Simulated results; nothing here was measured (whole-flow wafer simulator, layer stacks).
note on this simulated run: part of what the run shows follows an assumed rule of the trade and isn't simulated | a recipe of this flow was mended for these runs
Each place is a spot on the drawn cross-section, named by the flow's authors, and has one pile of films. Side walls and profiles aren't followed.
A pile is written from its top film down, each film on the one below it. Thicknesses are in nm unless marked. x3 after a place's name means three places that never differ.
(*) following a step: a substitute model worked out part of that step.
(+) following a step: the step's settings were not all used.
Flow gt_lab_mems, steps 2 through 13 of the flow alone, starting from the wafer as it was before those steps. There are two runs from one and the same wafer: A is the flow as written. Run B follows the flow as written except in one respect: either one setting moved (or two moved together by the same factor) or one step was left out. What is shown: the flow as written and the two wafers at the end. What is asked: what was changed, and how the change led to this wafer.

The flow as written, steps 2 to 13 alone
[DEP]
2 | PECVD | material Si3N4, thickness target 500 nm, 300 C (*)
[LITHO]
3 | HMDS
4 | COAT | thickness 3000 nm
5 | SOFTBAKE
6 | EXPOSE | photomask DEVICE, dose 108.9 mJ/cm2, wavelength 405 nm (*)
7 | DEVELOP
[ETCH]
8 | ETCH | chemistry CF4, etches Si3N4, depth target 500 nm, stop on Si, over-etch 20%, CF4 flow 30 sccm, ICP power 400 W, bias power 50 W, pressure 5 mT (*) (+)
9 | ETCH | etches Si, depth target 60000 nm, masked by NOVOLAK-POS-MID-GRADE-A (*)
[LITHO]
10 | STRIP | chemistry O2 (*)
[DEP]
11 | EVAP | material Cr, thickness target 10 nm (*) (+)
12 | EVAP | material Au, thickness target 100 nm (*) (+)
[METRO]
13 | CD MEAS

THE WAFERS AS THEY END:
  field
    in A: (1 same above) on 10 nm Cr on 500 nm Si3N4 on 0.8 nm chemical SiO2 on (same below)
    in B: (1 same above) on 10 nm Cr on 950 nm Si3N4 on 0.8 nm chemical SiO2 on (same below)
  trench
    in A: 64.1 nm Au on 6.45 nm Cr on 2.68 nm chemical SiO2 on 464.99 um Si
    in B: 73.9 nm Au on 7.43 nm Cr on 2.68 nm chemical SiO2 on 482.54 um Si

The reason: step 2, PECVD: thickness target 950 nm was run, while the flow as written has thickness target 500 nm.
One can read it off the wafer: field has Si3N4 950, and step 2 as written asks for 500 nm.

How this came from the change, step by step:
  2 | PECVD | material Si3N4, thickness target 500 nm, 300 C (*)
      field, trench: A +500 Si3N4 (new film) | B +950 Si3N4 (new film)
  8 | ETCH | chemistry CF4, etches Si3N4, depth target 500 nm, stop on Si, over-etch 20%, CF4 flow 30 sccm, ICP power 400 W, bias power 50 W, pressure 5 mT (*) (+)
      trench: A -500 Si3N4 (all of it), -0.8 chemical SiO2 (all of it), -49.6 Si | B -600 Si3N4
  9 | ETCH | etches Si, depth target 60000 nm, masked by NOVOLAK-POS-MID-GRADE-A (*)
      trench: A -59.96 um Si | B -350 Si3N4 (all of it), -0.8 chemical SiO2 (all of it), -42.46 um Si
  11 | EVAP | material Cr, thickness target 10 nm (*) (+)
      trench: A +6.45 Cr (new film) | B +7.43 Cr (new film)
  12 | EVAP | material Au, thickness target 100 nm (*) (+)
      trench: A +64.1 Au (new film) | B +73.9 Au (new film)
